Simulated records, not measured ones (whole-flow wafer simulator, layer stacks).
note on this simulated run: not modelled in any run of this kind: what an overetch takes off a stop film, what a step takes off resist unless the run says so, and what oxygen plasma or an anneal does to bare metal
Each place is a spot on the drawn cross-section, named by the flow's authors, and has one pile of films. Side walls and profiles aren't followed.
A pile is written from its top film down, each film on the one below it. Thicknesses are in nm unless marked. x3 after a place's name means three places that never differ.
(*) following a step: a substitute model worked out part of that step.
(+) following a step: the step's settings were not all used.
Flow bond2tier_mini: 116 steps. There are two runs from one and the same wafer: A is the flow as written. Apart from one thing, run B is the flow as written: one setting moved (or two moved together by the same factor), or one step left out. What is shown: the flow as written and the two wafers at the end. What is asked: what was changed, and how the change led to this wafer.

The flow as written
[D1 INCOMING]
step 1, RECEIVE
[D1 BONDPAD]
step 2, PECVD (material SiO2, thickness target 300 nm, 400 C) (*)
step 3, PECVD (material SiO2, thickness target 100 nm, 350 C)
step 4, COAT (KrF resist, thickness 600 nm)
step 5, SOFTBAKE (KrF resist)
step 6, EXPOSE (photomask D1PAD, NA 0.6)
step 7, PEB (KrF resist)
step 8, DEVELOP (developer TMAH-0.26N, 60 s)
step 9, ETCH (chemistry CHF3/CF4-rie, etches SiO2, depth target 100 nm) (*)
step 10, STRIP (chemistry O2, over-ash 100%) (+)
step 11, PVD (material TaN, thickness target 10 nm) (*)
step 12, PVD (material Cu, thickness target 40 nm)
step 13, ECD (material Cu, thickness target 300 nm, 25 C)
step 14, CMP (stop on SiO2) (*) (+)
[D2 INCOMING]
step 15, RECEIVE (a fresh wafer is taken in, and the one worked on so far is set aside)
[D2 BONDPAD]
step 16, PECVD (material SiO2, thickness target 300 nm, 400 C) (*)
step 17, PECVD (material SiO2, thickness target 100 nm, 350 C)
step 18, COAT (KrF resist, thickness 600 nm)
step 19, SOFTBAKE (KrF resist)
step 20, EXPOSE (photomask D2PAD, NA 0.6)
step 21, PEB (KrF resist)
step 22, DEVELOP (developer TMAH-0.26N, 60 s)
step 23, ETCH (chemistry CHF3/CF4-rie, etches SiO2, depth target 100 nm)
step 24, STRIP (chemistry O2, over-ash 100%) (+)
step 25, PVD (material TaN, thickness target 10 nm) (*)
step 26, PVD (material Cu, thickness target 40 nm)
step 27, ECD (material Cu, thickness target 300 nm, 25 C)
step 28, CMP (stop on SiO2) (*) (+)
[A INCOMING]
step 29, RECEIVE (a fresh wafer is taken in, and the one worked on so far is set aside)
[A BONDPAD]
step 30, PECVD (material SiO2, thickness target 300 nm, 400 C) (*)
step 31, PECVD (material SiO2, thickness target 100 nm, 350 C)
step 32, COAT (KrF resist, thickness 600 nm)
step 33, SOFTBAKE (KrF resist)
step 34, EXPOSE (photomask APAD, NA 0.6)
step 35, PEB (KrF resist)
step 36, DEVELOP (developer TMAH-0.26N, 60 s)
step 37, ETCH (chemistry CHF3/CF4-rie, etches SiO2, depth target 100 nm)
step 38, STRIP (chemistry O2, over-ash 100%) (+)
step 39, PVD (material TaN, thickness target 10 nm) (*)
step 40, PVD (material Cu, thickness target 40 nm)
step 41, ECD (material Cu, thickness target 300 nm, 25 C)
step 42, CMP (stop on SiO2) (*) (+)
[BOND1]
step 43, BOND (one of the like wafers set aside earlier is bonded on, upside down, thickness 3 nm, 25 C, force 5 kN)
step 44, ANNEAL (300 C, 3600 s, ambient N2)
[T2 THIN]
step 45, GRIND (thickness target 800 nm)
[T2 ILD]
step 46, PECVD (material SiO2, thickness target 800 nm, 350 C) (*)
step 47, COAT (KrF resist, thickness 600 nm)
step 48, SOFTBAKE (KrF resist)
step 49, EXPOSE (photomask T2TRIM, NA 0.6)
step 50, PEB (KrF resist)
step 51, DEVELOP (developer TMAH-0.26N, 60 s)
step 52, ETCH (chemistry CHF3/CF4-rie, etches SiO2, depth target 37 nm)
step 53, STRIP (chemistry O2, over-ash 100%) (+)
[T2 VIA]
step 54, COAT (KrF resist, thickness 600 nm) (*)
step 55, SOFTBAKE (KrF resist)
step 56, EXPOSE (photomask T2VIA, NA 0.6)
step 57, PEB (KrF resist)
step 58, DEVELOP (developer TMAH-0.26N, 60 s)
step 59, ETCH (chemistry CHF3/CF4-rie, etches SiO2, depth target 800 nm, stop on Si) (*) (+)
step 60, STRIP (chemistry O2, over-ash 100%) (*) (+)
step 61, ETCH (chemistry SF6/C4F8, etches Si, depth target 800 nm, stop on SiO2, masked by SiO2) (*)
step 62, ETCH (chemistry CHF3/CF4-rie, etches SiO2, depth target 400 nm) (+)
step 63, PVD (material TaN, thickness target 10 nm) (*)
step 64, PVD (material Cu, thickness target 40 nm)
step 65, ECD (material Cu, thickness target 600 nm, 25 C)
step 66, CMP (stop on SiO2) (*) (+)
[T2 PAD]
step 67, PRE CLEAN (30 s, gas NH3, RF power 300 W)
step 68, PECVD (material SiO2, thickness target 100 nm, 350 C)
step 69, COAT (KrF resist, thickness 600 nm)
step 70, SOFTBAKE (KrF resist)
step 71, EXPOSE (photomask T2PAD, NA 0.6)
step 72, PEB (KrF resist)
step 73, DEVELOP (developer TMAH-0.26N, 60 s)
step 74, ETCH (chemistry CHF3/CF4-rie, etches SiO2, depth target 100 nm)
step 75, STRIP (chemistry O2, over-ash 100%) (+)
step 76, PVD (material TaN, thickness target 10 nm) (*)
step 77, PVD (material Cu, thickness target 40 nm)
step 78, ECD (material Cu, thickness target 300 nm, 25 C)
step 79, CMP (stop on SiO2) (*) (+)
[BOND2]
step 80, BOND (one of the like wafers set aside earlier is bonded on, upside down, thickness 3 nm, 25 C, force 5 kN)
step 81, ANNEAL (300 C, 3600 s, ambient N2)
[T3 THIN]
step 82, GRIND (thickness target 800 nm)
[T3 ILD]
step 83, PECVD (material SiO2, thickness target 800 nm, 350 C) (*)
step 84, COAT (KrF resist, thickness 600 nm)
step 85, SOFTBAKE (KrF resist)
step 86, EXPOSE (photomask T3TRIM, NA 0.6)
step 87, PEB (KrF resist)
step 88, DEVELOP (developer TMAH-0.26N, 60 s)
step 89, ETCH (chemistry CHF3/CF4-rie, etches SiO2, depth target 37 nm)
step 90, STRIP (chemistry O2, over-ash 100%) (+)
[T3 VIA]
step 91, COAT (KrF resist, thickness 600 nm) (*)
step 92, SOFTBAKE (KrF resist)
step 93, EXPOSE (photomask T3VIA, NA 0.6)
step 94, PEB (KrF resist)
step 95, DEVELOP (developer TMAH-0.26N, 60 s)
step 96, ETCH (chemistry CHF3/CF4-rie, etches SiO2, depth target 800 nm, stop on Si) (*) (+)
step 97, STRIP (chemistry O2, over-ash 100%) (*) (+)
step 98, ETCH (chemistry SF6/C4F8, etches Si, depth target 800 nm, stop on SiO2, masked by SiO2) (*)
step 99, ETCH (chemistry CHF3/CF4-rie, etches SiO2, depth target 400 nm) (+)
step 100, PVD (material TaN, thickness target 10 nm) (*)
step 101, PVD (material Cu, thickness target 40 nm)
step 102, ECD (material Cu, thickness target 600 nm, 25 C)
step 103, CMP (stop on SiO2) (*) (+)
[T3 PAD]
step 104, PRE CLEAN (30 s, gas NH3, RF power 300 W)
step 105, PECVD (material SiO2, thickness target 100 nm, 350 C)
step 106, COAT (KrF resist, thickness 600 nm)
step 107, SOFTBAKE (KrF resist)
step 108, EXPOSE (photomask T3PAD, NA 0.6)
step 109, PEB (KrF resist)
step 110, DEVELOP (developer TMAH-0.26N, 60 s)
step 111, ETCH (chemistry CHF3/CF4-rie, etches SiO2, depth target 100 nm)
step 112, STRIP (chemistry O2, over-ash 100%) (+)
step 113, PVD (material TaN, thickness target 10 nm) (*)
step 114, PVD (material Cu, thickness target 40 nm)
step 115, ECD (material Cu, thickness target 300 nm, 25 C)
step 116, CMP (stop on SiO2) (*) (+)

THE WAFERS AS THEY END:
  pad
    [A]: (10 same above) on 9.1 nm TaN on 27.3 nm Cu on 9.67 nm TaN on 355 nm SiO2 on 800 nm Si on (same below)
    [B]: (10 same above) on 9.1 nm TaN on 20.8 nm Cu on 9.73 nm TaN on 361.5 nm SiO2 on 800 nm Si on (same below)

The reason: step 52, ETCH: depth target 30.5 nm was run, whereas the flow has depth target 37 nm.

The path from the change to this, step by step:
  step 52, ETCH (chemistry CHF3/CF4-rie, etches SiO2, depth target 37 nm)
      pad, via: A -37 SiO2 | B -30.5 SiO2
      field: A -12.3 KrF resist | B -10.2 KrF resist
